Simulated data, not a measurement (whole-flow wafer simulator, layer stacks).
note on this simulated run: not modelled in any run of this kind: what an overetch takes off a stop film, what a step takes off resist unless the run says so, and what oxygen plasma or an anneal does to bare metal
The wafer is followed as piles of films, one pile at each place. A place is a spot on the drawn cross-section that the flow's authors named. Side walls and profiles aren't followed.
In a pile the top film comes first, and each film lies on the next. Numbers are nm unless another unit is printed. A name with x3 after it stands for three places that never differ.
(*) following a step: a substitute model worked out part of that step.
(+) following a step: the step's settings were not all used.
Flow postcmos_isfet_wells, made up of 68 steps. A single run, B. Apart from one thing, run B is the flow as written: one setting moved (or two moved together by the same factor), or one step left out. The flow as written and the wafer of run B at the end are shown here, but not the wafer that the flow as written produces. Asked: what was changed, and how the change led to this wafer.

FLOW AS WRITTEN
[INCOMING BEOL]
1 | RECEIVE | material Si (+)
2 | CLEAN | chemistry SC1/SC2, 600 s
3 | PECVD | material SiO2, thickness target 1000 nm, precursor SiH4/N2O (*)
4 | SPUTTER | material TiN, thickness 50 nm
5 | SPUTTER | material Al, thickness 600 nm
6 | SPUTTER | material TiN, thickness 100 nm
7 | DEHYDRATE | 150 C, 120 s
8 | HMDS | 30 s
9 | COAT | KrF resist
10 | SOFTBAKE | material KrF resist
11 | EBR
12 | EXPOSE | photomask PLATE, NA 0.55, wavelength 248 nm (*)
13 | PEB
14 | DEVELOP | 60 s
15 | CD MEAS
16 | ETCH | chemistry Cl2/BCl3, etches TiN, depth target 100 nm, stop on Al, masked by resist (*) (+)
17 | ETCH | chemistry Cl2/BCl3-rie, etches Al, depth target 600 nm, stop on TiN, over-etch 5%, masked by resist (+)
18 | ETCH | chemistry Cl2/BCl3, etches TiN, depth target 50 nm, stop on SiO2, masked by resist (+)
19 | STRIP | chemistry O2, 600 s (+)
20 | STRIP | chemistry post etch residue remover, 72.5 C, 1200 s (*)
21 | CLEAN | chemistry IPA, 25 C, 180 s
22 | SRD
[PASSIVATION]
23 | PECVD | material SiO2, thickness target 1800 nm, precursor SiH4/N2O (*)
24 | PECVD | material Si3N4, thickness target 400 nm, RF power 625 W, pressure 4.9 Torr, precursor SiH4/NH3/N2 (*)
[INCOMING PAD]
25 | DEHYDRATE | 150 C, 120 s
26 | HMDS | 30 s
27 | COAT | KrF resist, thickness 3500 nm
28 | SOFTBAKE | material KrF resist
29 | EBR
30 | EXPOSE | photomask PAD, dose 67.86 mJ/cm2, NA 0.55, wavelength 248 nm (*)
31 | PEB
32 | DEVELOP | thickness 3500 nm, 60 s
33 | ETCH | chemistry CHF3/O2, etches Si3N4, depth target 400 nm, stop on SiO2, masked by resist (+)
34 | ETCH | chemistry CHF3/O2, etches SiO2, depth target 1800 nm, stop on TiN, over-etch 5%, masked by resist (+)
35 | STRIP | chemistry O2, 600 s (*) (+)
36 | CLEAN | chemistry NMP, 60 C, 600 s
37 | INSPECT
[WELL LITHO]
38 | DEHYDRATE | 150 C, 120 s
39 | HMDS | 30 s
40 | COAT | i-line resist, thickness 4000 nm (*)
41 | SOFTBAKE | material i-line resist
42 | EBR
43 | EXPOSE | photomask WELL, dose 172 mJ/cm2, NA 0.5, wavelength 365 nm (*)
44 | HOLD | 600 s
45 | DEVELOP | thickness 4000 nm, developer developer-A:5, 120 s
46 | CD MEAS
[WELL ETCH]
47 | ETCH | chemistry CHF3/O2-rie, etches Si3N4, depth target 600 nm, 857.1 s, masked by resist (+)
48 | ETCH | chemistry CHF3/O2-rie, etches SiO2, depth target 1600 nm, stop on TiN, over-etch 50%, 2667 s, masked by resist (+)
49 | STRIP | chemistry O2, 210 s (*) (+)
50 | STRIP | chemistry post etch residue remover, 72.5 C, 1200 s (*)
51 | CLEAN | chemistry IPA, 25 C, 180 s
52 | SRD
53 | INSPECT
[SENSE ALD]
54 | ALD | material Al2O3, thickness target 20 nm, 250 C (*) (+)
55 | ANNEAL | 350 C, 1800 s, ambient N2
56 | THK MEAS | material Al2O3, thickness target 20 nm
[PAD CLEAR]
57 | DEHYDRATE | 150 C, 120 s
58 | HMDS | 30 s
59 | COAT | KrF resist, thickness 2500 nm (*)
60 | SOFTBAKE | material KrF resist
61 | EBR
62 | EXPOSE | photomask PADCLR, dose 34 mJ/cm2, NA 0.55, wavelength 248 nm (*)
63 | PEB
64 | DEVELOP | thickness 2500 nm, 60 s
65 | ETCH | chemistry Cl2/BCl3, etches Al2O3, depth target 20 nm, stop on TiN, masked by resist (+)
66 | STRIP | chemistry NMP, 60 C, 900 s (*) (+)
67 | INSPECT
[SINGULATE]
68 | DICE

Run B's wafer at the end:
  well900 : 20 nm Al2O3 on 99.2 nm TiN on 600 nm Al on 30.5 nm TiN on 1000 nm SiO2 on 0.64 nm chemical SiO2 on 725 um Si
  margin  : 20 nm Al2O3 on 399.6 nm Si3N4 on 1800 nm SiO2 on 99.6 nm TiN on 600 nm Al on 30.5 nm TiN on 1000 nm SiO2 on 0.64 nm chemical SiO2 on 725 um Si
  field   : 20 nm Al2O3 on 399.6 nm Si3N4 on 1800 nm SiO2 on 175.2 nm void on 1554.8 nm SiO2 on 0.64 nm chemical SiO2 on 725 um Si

The reason: step 4, SPUTTER: thickness 30.5 nm was run, whereas the flow has thickness 50 nm.
The wafer lets one read it off: well900 has TiN 30.5, and step 4 as written asks for 50 nm.

Step by step, how the change led to this:
  4 | SPUTTER | material TiN, thickness 50 nm
      field, margin, well900, well1300 x3, pad_rim, pad_clr, pad_open: TiN gains 30.5 (new film) (as written it would have been: TiN gains 50 (new film))
  18 | ETCH | chemistry Cl2/BCl3, etches TiN, depth target 50 nm, stop on SiO2, masked by resist (+)
      margin, well900, well1300 x3, pad_rim, pad_clr, pad_open: KrF resist loses 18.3 (as written it would have been: KrF resist loses 20)
      field: TiN loses 30.5 (all of it) (as written it would have been: TiN loses 50 (all of it))
  23 | PECVD | material SiO2, thickness target 1800 nm, precursor SiH4/N2O (*)
      field: SiO2 gains 1800 (new film), void gains 175.2 (new film), SiO2 gains 554.8 (as written it would have been: SiO2 gains 1800 (new film), void gains 189.9 (new film), SiO2 gains 559.7)
